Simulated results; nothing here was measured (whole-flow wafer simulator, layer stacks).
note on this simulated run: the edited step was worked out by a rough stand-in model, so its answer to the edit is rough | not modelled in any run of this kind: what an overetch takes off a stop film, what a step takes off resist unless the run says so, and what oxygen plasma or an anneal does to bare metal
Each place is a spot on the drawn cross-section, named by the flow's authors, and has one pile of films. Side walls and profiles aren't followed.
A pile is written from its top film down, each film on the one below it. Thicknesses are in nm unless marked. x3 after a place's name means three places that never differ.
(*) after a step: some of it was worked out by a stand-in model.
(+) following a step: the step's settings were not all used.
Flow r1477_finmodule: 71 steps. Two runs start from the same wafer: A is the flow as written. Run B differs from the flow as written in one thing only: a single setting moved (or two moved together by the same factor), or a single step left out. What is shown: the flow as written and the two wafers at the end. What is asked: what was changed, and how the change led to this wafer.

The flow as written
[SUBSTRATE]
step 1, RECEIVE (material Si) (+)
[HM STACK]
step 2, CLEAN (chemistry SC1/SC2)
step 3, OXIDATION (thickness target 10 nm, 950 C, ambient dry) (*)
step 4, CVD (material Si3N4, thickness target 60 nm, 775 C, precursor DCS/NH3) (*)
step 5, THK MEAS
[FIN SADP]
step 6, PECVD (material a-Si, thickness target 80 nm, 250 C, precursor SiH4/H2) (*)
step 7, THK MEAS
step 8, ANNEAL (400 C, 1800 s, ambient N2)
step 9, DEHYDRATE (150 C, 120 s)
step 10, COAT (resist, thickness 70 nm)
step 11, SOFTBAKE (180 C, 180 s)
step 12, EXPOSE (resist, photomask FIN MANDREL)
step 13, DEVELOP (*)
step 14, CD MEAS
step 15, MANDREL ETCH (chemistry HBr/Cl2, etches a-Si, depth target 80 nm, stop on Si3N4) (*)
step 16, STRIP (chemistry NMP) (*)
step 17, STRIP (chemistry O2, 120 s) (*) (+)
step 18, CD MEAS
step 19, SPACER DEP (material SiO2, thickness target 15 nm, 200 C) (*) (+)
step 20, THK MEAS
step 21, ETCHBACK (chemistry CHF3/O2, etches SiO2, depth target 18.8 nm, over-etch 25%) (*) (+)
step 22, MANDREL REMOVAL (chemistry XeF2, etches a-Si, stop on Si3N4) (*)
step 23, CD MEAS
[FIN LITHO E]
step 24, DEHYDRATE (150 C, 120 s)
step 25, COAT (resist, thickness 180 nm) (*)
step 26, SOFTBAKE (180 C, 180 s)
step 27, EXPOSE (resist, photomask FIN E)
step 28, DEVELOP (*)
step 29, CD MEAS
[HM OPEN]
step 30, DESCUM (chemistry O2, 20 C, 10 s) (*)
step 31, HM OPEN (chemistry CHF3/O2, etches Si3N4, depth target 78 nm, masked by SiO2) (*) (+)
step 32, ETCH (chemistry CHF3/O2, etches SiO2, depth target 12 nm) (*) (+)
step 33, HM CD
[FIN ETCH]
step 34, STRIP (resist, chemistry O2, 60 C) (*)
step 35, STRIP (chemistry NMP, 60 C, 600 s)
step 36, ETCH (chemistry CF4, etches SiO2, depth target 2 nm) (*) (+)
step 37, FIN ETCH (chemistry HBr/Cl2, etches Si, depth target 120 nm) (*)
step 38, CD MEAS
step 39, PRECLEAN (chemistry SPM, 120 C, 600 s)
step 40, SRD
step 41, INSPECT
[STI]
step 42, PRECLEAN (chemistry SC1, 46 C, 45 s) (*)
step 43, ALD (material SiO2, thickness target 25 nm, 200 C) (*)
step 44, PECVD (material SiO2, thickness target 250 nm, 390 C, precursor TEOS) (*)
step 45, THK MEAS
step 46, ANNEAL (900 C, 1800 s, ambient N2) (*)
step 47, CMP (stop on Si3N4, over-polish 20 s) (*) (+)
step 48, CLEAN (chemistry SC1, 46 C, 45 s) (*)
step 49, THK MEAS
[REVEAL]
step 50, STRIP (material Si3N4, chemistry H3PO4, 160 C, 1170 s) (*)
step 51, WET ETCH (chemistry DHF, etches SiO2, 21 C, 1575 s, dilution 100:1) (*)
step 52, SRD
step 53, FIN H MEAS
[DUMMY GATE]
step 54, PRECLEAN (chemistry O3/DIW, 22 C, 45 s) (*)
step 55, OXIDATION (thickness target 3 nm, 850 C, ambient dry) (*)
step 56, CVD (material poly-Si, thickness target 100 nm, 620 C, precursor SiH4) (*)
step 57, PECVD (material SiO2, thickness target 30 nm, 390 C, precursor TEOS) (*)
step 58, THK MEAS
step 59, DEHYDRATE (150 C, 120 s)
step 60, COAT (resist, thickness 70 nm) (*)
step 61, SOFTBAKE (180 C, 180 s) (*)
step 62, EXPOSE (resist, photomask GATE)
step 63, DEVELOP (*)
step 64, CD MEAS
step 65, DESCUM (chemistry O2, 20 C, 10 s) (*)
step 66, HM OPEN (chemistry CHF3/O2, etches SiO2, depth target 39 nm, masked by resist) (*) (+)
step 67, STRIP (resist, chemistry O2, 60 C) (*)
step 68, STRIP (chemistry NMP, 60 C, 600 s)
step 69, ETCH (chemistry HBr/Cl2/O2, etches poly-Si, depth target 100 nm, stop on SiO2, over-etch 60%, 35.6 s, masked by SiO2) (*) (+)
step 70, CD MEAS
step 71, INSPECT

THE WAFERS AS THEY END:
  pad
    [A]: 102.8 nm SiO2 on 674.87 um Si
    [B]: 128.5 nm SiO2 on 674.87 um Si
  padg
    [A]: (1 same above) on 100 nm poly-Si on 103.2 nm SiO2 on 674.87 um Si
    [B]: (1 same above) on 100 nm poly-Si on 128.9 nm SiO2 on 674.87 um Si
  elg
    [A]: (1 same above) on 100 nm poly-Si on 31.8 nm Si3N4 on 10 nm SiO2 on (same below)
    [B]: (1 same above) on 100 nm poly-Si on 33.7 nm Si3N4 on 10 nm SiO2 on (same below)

Cause: step 51, WET ETCH: 1102 s was run, though the flow has 1575 s.

How this came from the change, step by step:
  step 51, WET ETCH (chemistry DHF, etches SiO2, 21 C, 1575 s, dilution 100:1) (*)
      pad, padg, e40sg and 12 more: A -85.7 SiO2 | B -60 SiO2
      elg, e40lg, e100lg, e200lg, elo, e40lo, e100lo, e200lo: A -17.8 SiO2 (all of it), -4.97 Si3N4 | B -17.8 SiO2 (all of it), -3.04 Si3N4
      (and at 7 other places as well)
  step 56, CVD (material poly-Si, thickness target 100 nm, 620 C, precursor SiH4) (*)
      s40sg_line, s45sg_line, s50sg_line, s40so_line, s45so_line, s50so_line: A +100 poly-Si (new film) | B +102.9 poly-Si (new film)
      s40cg, s40co: A +113.9 poly-Si (new film) | B +100 poly-Si (new film)
      (and at 5 other places as well)
  step 60, COAT (resist, thickness 70 nm) (*)
      e40sg, eso, e40so: A +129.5 resist (new film) | B +106.9 resist (new film)
      e100sg, e100so: A +129.4 resist (new film) | B +106.9 resist (new film)
      (and at 20 other places as well)
  step 63, DEVELOP (*)
      eso, e40so: A -129.5 resist (all of it) | B -106.9 resist (all of it)
      e100so: A -129.4 resist (all of it) | B -106.9 resist (all of it)
      (and at 10 other places as well)
  step 67, STRIP (resist, chemistry O2, 60 C) (*)
      e100lg, e200lg: A -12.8 resist (all of it) | B -14 resist (all of it)
      e40lg: A -12.8 resist (all of it) | B -13.9 resist (all of it)
      (and at 12 other places as well)
  step 69, ETCH (chemistry HBr/Cl2/O2, etches poly-Si, depth target 100 nm, stop on SiO2, over-etch 60%, 35.6 s, masked by SiO2) (*) (+)
      s40so_line, s45so_line, s50so_line: A -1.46 chemical SiO2 (all of it), -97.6 poly-Si (all of it), -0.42 SiO2 | B -1.33 chemical SiO2 (all of it), -100.5 poly-Si (all of it), -0.3 SiO2
      s40co: A -1.46 chemical SiO2 (all of it), -111.5 poly-Si (all of it), -0.24 SiO2 | B -1.33 chemical SiO2 (all of it), -97.6 poly-Si (all of it), -0.42 SiO2
      (and at 2 other places as well)
